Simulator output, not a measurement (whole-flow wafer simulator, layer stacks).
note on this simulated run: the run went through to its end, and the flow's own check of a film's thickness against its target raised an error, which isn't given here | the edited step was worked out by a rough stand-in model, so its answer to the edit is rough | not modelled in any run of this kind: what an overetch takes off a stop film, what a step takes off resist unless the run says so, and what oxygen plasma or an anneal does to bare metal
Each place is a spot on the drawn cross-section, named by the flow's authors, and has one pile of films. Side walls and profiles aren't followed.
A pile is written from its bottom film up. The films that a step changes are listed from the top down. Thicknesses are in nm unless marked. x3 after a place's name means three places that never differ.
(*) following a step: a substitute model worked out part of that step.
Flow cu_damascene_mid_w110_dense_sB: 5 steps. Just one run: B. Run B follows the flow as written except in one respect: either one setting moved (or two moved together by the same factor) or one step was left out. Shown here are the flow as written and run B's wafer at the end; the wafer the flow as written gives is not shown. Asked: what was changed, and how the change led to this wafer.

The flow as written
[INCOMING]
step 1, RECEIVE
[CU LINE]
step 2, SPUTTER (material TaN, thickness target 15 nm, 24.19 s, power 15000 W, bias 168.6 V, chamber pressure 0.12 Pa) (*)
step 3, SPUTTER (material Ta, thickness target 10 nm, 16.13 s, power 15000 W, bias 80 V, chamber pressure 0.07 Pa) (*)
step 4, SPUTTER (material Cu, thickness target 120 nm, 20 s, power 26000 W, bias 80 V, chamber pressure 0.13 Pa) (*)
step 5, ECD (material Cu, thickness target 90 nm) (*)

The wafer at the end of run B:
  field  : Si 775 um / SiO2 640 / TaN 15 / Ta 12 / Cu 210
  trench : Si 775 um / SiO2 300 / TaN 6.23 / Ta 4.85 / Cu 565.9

The reason: step 3, SPUTTER: thickness target 12 nm was run, while the flow as written has thickness target 10 nm.
One can read it off the wafer: field has Ta 12, and step 3 as written asks for 10 nm.

How this came from the change, step by step:
  step 3, SPUTTER (material Ta, thickness target 10 nm, 16.13 s, power 15000 W, bias 80 V, chamber pressure 0.07 Pa) (*)
      field: +12 Ta (new film) (it would be, as written: +10 Ta (new film))
      trench: +4.85 Ta (new film) (it would be, as written: +4.05 Ta (new film))
